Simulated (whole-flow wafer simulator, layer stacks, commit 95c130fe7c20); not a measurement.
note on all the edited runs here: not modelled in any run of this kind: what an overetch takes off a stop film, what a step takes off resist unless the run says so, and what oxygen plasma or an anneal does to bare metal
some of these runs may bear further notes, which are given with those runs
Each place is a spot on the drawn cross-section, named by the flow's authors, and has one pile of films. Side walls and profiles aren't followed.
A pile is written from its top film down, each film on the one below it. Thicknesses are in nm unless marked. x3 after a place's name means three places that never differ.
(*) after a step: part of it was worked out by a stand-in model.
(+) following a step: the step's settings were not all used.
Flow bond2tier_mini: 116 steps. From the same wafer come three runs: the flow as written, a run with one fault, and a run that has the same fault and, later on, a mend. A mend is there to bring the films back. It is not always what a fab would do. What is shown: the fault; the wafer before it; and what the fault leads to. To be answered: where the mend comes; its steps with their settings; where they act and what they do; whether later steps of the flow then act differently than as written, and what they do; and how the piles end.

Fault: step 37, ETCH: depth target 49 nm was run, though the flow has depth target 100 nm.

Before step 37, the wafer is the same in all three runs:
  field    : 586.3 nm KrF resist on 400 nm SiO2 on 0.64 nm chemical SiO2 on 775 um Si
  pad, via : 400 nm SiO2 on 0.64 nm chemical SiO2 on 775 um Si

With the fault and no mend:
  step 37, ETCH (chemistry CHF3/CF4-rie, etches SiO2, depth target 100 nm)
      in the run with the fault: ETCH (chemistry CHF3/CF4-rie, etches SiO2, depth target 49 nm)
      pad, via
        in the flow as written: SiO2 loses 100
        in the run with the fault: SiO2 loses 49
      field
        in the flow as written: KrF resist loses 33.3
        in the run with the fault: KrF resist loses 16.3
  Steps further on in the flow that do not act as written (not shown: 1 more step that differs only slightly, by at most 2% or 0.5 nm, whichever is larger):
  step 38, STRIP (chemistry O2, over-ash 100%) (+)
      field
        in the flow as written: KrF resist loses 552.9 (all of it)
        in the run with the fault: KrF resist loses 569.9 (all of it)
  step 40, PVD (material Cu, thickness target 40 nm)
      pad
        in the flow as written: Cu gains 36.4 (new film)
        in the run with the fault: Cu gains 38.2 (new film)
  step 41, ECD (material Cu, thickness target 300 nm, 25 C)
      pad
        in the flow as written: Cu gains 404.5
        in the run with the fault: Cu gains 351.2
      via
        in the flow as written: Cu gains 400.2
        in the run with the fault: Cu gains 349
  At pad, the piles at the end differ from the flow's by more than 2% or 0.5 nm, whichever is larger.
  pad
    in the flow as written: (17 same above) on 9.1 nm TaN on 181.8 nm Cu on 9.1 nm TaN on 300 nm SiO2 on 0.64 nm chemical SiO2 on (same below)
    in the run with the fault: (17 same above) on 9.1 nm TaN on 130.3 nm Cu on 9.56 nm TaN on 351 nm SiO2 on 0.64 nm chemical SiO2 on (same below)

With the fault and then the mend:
  The mend stands after step 38.
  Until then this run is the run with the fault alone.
  step 38a, COAT (KrF resist, thickness 600 nm) (*) (a further turn of the flow's step 32)
      field
        KrF resist gains 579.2 (new film)
      pad
        KrF resist gains 621.7 (new film)
      via
        KrF resist gains 619 (new film)
  step 38b, SOFTBAKE (KrF resist) (a further turn of the flow's step 33)
      does not change any film at any place that is followed
  step 38c, EXPOSE (photomask APAD, NA 0.6) (a further turn of the flow's step 34)
      does not change any film at any place that is followed
  step 38d, PEB (KrF resist) (a further turn of the flow's step 35)
      does not change any film at any place that is followed
  step 38e, DEVELOP (developer TMAH-0.26N, 60 s) (a further turn of the flow's step 36)
      field
        KrF resist loses 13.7
      pad
        KrF resist loses 621.7 (all of it)
      via
        KrF resist loses 619 (all of it)
  step 38f, ETCH (chemistry CHF3/CF4-rie, etches SiO2, depth target 51 nm) (a further turn of the flow's step 37, with different settings)
      pad, via
        SiO2 loses 51
      field
        KrF resist loses 17
  step 38g, STRIP (chemistry O2, over-ash 100%) (+) (a further turn of the flow's step 38)
      field
        KrF resist loses 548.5 (all of it)
  None of the later steps of the flow acts differently than as written at any place that is followed.
  By the end, the piles equal the flow's at every place that both follow.
